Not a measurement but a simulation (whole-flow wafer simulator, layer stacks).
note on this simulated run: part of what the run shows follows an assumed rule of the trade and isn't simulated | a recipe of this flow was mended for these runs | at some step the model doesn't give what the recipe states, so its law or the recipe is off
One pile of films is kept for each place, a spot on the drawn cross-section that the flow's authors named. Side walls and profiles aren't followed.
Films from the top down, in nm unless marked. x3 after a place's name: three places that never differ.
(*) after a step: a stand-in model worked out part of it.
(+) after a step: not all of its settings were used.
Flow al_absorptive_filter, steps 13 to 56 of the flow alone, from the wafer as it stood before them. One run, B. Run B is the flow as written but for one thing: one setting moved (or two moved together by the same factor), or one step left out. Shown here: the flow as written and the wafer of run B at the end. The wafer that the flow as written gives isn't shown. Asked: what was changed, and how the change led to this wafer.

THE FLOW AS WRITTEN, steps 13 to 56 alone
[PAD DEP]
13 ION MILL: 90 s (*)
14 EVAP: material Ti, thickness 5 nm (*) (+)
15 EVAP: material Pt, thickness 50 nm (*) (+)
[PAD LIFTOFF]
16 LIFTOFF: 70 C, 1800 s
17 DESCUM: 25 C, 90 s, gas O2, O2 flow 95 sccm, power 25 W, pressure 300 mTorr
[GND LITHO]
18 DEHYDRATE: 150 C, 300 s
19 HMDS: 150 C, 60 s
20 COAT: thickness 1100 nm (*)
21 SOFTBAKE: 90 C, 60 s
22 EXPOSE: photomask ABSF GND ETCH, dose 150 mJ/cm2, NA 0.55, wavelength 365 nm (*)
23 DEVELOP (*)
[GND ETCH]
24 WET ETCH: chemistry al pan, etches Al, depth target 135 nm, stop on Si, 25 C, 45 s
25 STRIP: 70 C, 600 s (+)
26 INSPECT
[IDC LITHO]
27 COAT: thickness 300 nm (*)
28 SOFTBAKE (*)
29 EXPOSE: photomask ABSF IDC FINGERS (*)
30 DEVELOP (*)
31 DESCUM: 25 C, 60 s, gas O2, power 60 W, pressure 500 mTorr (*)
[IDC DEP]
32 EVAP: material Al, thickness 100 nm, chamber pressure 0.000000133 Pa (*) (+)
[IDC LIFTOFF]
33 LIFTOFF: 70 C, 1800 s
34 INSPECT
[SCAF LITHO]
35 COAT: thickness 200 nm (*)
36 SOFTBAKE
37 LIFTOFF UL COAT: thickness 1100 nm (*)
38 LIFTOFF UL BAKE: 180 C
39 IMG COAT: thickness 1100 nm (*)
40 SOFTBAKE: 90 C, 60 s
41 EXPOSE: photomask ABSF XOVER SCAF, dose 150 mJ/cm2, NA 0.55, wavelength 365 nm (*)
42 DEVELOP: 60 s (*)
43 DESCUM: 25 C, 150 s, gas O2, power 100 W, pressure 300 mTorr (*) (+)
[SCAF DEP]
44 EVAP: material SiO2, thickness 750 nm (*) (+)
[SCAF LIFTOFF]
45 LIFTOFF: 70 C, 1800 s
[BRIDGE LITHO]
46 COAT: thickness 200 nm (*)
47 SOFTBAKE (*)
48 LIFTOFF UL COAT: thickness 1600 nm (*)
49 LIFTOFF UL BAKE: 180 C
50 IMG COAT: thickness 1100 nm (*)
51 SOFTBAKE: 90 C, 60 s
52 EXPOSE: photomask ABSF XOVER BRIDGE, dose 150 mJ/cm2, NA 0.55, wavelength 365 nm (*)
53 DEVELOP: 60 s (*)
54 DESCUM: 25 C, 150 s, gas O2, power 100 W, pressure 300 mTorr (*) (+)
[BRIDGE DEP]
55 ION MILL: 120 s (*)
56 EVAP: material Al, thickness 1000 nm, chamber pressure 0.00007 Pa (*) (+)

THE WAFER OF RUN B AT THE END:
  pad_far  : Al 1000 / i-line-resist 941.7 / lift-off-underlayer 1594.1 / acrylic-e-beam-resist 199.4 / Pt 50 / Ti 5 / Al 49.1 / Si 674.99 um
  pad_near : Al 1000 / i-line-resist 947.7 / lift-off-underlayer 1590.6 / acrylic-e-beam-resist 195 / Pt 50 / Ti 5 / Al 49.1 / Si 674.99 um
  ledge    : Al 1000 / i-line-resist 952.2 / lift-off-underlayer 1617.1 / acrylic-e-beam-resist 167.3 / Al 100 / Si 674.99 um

The cause: step 13, ION MILL: 112 s was run, where the flow has 90 s.

How the change led to this, step by step:
  13 ION MILL: 90 s (*)
      gnd, ledge, res and 9 more: i-line-resist -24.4 (as written it would be: i-line-resist -19.6)
      pad_far, pad_near: Al -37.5 (as written it would be: Al -30.2)
